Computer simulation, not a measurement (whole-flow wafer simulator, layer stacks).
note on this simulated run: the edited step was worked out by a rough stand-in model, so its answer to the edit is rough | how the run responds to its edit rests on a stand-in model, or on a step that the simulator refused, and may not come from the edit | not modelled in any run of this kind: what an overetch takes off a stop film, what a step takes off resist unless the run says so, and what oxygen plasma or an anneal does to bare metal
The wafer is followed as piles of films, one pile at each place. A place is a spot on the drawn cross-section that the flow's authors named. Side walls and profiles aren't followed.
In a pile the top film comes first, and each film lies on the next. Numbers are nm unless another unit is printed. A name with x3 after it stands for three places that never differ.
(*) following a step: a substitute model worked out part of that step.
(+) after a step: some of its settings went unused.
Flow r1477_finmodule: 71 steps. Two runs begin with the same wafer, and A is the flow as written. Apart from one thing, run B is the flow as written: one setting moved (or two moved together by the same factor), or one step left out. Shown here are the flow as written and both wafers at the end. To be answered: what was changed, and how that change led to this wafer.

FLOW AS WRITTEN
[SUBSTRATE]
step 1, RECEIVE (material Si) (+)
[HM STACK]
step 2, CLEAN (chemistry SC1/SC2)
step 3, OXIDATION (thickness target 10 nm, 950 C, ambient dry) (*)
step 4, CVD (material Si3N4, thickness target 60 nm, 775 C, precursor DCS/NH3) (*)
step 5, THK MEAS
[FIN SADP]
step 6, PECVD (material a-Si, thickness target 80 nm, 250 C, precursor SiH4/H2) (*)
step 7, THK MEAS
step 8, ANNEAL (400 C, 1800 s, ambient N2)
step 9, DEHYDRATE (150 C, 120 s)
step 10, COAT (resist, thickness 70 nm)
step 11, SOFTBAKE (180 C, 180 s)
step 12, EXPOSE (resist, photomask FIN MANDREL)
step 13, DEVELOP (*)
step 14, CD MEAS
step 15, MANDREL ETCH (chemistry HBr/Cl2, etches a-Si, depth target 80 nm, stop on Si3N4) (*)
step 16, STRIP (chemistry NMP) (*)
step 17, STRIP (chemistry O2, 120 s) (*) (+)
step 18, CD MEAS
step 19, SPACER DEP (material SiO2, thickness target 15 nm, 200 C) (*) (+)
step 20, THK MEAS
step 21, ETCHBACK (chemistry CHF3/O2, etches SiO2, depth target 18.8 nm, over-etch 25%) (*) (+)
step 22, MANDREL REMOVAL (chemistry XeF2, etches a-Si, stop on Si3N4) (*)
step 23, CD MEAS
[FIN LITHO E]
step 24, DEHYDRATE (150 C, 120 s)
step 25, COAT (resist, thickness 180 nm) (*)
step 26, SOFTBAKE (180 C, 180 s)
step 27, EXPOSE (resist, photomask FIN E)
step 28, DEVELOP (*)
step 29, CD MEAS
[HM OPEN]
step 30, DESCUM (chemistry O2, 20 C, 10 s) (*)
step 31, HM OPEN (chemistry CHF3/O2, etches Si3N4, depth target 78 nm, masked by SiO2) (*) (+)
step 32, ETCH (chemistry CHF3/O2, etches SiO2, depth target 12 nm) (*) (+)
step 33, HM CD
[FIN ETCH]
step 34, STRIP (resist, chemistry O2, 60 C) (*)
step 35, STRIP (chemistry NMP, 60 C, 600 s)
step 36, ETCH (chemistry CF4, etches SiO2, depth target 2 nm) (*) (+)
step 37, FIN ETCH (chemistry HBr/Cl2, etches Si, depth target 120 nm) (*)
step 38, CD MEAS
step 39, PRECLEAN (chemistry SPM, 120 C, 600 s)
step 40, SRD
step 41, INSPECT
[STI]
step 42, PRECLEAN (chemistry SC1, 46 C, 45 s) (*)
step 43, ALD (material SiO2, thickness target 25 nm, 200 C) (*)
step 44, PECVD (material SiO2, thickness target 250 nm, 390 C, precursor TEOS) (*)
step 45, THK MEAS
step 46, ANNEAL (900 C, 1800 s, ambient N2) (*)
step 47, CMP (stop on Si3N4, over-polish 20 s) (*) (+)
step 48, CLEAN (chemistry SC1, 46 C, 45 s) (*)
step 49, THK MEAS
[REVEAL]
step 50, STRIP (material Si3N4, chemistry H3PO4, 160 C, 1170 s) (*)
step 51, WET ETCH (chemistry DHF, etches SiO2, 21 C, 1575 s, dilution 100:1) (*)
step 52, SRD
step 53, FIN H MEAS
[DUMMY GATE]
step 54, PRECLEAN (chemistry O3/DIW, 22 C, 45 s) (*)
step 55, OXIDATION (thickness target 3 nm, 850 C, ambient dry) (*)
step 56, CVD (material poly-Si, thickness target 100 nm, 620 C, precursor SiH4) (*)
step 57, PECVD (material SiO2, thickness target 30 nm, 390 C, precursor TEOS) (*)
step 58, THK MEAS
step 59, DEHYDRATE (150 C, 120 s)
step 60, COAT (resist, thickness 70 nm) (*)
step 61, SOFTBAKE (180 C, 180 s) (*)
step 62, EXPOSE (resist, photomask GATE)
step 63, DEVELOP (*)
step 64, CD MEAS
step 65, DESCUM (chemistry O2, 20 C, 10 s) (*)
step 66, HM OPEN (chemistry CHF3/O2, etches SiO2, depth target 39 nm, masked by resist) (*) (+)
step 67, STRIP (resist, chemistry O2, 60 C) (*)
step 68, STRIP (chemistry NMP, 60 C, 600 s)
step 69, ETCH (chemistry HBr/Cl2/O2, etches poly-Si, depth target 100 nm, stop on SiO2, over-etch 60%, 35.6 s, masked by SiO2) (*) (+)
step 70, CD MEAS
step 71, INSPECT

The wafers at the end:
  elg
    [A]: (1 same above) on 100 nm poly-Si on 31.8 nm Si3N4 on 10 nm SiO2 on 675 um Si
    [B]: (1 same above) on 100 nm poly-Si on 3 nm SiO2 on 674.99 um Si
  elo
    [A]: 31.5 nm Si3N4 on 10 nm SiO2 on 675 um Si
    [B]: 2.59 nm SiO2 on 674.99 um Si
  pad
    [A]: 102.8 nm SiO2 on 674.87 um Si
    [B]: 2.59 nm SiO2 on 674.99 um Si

Cause: step 3, OXIDATION: 1069 C was run, whereas the flow has 950 C.

How this came from the change, step by step:
  step 3, OXIDATION (thickness target 10 nm, 950 C, ambient dry) (*)
      pad, padg, elg and 33 more: A +10 SiO2 (new film), -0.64 chemical SiO2 (all of it), -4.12 Si | B +28.8 SiO2 (new film), -0.64 chemical SiO2 (all of it), -12.4 Si
  step 31, HM OPEN (chemistry CHF3/O2, etches Si3N4, depth target 78 nm, masked by SiO2) (*) (+)
      pad, padg, esg and 13 more: A -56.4 Si3N4 (all of it), -10 SiO2 (all of it) | B -56.4 Si3N4 (all of it), -10.8 SiO2
  step 32, ETCH (chemistry CHF3/O2, etches SiO2, depth target 12 nm) (*) (+)
      pad, padg, e40sg and 11 more: A -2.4 Si | B -12 SiO2
      s40cg, s45cg, s50cg, s40co, s45co, s50co: A -1 SiO2 (all of it), -2.2 Si | B -12 SiO2
      (as well as at 2 more places)
  step 34, STRIP (resist, chemistry O2, 60 C) (*)
      pad, padg, esg and 19 more: A +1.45 chemical SiO2 (new film), -0.64 Si | B nothing
  step 36, ETCH (chemistry CF4, etches SiO2, depth target 2 nm) (*) (+)
      pad, padg, esg and 19 more: A -1.45 chemical SiO2 (all of it), -0.46 Si | B -2 SiO2
  step 37, FIN ETCH (chemistry HBr/Cl2, etches Si, depth target 120 nm) (*)
      pad, padg, esg and 19 more: A -120 Si | B nothing
      elg, e40lg, e100lg, e200lg, elo, e40lo, e100lo, e200lo: A -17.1 Si3N4 | B nothing
      (as well as at 6 more places)
  step 39, PRECLEAN (chemistry SPM, 120 C, 600 s)
      pad, padg, esg and 19 more: A +0.8 chemical SiO2 (new film), -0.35 Si | B nothing
  step 43, ALD (material SiO2, thickness target 25 nm, 200 C) (*)
      pad, padg, e40sg and 12 more: A +25 SiO2 (new film) | B +25 SiO2
      s40cg, s45cg, s50cg, s40co, s45co, s50co: A +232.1 SiO2 (new film) | B +131.4 SiO2
      (as well as at 1 more place)
  step 47, CMP (stop on Si3N4, over-polish 20 s) (*) (+)
      elg, e40lg, e100lg, e200lg, elo, e40lo, e100lo, e200lo: A -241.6 SiO2 | B -263.8 SiO2 (all of it), -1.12 Si3N4
      pad, padg, e40sg and 11 more: A -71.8 SiO2 | B -186.2 SiO2
      (as well as at 14 more places)
  step 50, STRIP (material Si3N4, chemistry H3PO4, 160 C, 1170 s) (*)
      elg, e40lg, e100lg, e200lg, elo, e40lo, e100lo, e200lo: A -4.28 SiO2 | B -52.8 Si3N4 (all of it), -1.56 SiO2
      s40sg_line, s45sg_line, s50sg_line, s40so_line, s45so_line, s50so_line: A -58.9 Si3N4 (all of it), -1.37 SiO2 | B -52.8 Si3N4 (all of it), -1.56 SiO2
  step 51, WET ETCH (chemistry DHF, etches SiO2, 21 C, 1575 s, dilution 100:1) (*)
      pad, padg, e40sg and 11 more: A -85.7 SiO2 | B -77.2 SiO2 (all of it)
      elg, e40lg, e100lg, e200lg, elo, e40lo, e100lo, e200lo: A -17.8 SiO2 (all of it), -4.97 Si3N4 | B -27.2 SiO2 (all of it)
      (as well as at 14 more places)
  step 54, PRECLEAN (chemistry O3/DIW, 22 C, 45 s) (*)
      pad, padg, elg and 27 more: A nothing | B +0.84 chemical SiO2 (new film), -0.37 Si
  step 55, OXIDATION (thickness target 3 nm, 850 C, ambient dry) (*)
      pad, padg, e40sg and 12 more: A +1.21 SiO2, -0.74 chemical SiO2 (all of it), -0.21 Si | B +3 SiO2 (new film), -0.84 chemical SiO2 (all of it), -0.95 Si
      elg, e40lg, e100lg, e200lg, elo, e40lo, e100lo, e200lo: A nothing | B +3 SiO2 (new film), -0.84 chemical SiO2 (all of it), -0.95 Si
      (as well as at 7 more places)
  step 56, CVD (material poly-Si, thickness target 100 nm, 620 C, precursor SiH4) (*)
      s40cg, s40co: A +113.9 poly-Si (new film) | B +100 poly-Si (new film)
      s45cg, s45co: A +113.4 poly-Si (new film) | B +100 poly-Si (new film)
      (as well as at 3 more places)
  step 60, COAT (resist, thickness 70 nm) (*)
      e40lg, e100lg, e200lg, elo, e40lo, e100lo, e200lo: A +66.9 resist (new film) | B +70 resist (new film)
      s40sg, s45sg, s40so, s45so: A +91 resist (new film) | B +70 resist (new film)
      (as well as at 17 more places)
  step 63, DEVELOP (*)
      elo, e40lo, e100lo, e200lo: A -66.9 resist (all of it) | B -70 resist (all of it)
      eso, e40so: A -129.5 resist (all of it) | B -70 resist (all of it)
      (as well as at 9 more places)
  ... and 1 more step ...
  step 69, ETCH (chemistry HBr/Cl2/O2, etches poly-Si, depth target 100 nm, stop on SiO2, over-etch 60%, 35.6 s, masked by SiO2) (*) (+)
      s40co: A -1.46 chemical SiO2 (all of it), -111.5 poly-Si (all of it), -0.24 SiO2 | B -1 chemical SiO2 (all of it), -97.8 poly-Si (all of it), -0.41 SiO2
      s45co: A -1.46 chemical SiO2 (all of it), -110.9 poly-Si (all of it), -0.25 SiO2 | B -1 chemical SiO2 (all of it), -97.8 poly-Si (all of it), -0.41 SiO2
      (as well as at 1 more place)
